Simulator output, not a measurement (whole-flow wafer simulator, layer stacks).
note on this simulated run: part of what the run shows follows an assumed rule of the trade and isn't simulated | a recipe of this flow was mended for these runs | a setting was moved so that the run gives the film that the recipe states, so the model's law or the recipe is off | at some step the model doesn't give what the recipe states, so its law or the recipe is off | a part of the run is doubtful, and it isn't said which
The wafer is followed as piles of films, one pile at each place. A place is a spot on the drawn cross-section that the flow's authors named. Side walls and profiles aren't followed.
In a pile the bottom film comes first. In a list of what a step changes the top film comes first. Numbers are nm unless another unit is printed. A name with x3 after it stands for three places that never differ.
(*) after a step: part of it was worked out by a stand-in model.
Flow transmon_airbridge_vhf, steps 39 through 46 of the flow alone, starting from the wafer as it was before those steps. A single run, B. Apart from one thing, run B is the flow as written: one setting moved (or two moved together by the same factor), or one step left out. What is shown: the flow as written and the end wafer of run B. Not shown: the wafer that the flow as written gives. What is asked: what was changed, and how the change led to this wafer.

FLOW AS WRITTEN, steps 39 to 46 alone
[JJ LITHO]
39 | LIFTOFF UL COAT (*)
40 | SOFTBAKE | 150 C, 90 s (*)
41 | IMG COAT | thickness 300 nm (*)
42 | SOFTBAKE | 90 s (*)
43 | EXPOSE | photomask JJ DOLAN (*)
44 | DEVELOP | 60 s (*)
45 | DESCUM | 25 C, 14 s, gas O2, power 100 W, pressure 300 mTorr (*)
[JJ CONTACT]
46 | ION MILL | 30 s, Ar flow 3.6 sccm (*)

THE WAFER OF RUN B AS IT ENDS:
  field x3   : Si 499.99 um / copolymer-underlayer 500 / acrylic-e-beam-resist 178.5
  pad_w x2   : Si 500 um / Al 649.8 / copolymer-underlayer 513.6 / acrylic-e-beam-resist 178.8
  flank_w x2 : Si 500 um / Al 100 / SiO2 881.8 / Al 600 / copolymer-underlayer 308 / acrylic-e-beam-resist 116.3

The reason: step 41, IMG COAT: thickness 210 nm was run, whereas the flow has thickness 300 nm.

Step by step, how the change led to this:
  41 | IMG COAT | thickness 300 nm (*)
      field x3, jj_line, ground_far x3: +210 acrylic-e-beam-resist (new film) (in the flow as written it would be: +300 acrylic-e-beam-resist (new film))
      pad_w x2: +210.3 acrylic-e-beam-resist (new film) (in the flow as written it would be: +300.2 acrylic-e-beam-resist (new film))
      (as well as at 8 more places)
  44 | DEVELOP | 60 s (*)
      jj_line: -210 acrylic-e-beam-resist (all of it), -500 copolymer-underlayer (all of it) (in the flow as written it would be: -300 acrylic-e-beam-resist (all of it), -500 copolymer-underlayer (all of it))
